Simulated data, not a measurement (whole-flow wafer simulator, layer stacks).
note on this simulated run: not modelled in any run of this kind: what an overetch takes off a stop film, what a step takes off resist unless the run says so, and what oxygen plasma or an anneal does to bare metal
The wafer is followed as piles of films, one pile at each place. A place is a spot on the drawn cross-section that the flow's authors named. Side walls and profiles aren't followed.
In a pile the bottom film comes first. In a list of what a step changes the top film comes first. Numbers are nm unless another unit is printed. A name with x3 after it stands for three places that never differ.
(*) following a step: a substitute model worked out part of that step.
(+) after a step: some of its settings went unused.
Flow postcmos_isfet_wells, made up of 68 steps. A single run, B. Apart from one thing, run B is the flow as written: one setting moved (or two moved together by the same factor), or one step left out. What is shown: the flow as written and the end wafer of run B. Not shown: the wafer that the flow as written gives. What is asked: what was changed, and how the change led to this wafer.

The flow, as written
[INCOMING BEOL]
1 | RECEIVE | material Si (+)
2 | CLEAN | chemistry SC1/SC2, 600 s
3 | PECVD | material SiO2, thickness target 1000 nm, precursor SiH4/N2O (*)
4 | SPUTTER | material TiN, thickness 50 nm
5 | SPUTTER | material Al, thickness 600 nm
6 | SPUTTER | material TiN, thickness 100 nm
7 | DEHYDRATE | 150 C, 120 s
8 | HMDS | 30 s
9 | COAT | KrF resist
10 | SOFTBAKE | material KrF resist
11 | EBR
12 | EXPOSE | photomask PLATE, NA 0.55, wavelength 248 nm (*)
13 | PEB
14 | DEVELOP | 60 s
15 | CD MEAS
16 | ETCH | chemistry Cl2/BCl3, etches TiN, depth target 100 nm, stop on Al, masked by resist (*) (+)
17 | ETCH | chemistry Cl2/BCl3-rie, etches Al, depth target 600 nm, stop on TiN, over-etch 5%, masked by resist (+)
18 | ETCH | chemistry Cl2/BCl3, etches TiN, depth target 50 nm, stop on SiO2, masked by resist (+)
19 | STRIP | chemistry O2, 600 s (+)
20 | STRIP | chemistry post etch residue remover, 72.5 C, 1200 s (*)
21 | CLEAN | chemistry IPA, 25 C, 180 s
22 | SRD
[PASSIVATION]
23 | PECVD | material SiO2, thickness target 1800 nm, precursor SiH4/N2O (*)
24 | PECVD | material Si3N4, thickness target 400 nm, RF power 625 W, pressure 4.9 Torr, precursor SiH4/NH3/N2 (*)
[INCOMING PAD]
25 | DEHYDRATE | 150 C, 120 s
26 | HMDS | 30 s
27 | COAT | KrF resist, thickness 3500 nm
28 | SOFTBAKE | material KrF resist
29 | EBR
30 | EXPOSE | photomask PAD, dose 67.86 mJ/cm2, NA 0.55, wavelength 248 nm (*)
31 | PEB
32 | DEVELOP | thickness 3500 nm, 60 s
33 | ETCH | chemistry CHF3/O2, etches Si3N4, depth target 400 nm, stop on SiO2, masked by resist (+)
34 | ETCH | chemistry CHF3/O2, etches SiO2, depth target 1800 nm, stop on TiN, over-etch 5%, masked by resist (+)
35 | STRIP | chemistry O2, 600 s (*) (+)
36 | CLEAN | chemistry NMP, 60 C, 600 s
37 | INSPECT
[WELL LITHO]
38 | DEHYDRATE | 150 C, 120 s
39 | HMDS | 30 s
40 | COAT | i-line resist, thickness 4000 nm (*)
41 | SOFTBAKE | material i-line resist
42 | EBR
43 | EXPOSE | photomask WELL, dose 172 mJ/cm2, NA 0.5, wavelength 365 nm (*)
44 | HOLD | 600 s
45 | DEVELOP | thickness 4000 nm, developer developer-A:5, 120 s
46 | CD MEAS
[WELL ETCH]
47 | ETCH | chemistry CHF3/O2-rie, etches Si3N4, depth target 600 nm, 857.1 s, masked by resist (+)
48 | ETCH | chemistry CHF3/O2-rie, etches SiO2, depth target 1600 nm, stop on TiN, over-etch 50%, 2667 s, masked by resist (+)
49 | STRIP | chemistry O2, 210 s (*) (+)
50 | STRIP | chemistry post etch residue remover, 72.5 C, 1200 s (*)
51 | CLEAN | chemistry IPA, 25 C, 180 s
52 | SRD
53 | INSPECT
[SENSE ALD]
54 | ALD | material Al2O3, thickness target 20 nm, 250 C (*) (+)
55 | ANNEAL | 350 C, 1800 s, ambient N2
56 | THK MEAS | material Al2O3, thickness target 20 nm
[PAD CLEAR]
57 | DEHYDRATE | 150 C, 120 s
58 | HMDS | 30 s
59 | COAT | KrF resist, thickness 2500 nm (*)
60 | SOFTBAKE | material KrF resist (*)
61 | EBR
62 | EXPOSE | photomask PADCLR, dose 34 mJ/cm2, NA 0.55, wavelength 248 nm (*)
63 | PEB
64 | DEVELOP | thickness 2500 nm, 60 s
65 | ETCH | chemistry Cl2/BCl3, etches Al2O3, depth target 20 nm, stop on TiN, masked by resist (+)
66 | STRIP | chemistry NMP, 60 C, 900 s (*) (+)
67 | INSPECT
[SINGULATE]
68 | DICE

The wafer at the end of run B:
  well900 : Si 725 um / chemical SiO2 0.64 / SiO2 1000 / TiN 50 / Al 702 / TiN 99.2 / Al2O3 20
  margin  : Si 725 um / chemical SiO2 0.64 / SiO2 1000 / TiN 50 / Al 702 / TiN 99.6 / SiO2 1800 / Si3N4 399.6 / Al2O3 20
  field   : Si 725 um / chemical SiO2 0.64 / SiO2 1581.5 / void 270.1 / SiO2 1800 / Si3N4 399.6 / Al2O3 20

What caused this: step 5, SPUTTER: thickness 702 nm was run, though the flow has thickness 600 nm; step 17, ETCH: depth target 702 nm was run, where the flow has depth target 600 nm.
The wafer itself shows it: well900 has Al 702, and step 5 as written asks for 600 nm.

How this came from the change, step by step:
  5 | SPUTTER | material Al, thickness 600 nm
      field, margin, well900, well1300 x3, pad_rim, pad_clr, pad_open: Al gains 702 (new film) (it would be, as written: Al gains 600 (new film))
  17 | ETCH | chemistry Cl2/BCl3-rie, etches Al, depth target 600 nm, stop on TiN, over-etch 5%, masked by resist (+)
      margin, well900, well1300 x3, pad_rim, pad_clr, pad_open: KrF resist loses 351 (it would be, as written: KrF resist loses 300)
      field: Al loses 702 (all of it) (it would be, as written: Al loses 600 (all of it))
  19 | STRIP | chemistry O2, 600 s (+)
      margin, well900, well1300 x3, pad_rim, pad_clr, pad_open: KrF resist loses 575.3 (all of it) (it would be, as written: KrF resist loses 626.3 (all of it))
  23 | PECVD | material SiO2, thickness target 1800 nm, precursor SiH4/N2O (*)
      field: SiO2 gains 1800 (new film), void gains 270.1 (new film), SiO2 gains 581.5 (it would be, as written: SiO2 gains 1800 (new film), void gains 189.9 (new film), SiO2 gains 559.7)
